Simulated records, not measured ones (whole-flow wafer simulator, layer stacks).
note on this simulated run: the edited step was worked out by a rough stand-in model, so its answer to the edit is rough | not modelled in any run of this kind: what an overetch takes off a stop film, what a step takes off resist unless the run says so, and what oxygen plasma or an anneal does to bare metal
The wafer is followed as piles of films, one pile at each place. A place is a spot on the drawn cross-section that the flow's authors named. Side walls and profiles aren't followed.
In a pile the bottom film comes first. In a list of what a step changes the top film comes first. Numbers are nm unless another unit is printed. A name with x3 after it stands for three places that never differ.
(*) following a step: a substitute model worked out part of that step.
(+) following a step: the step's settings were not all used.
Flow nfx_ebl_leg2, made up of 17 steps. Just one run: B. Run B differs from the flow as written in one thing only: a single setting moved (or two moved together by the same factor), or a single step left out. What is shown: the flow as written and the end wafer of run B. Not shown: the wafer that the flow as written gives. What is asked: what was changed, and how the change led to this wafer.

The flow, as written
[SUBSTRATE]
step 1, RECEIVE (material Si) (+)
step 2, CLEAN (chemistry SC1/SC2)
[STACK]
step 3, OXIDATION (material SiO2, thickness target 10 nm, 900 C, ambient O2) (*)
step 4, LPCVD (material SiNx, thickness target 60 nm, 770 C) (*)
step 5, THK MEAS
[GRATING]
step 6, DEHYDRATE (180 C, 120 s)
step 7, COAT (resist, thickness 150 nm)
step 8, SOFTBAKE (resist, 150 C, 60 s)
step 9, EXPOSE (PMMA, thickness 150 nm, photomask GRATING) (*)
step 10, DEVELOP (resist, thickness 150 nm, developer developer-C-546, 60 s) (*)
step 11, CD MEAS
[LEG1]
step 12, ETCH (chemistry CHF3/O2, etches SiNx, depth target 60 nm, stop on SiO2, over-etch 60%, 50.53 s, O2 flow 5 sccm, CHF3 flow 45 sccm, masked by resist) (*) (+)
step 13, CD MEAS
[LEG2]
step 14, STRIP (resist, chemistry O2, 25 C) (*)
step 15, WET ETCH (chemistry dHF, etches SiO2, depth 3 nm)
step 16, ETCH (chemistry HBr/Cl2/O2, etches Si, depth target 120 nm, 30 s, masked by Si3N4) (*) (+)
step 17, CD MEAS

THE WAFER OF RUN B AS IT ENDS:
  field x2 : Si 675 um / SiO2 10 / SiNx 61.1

The reason: step 4, LPCVD: thickness target 67.9 nm was run, whereas the flow has thickness target 60 nm.

How this came from the change, step by step:
  step 4, LPCVD (material SiNx, thickness target 60 nm, 770 C) (*)
      field x2, pad x2: +67.9 SiNx (new film) (as written it would have been: +60 SiNx (new film))
  step 12, ETCH (chemistry CHF3/O2, etches SiNx, depth target 60 nm, stop on SiO2, over-etch 60%, 50.53 s, O2 flow 5 sccm, CHF3 flow 45 sccm, masked by resist) (*) (+)
      pad x2: -67.9 SiNx (all of it), -10 SiO2 (all of it) (as written it would have been: -60 SiNx (all of it), -10 SiO2 (all of it))
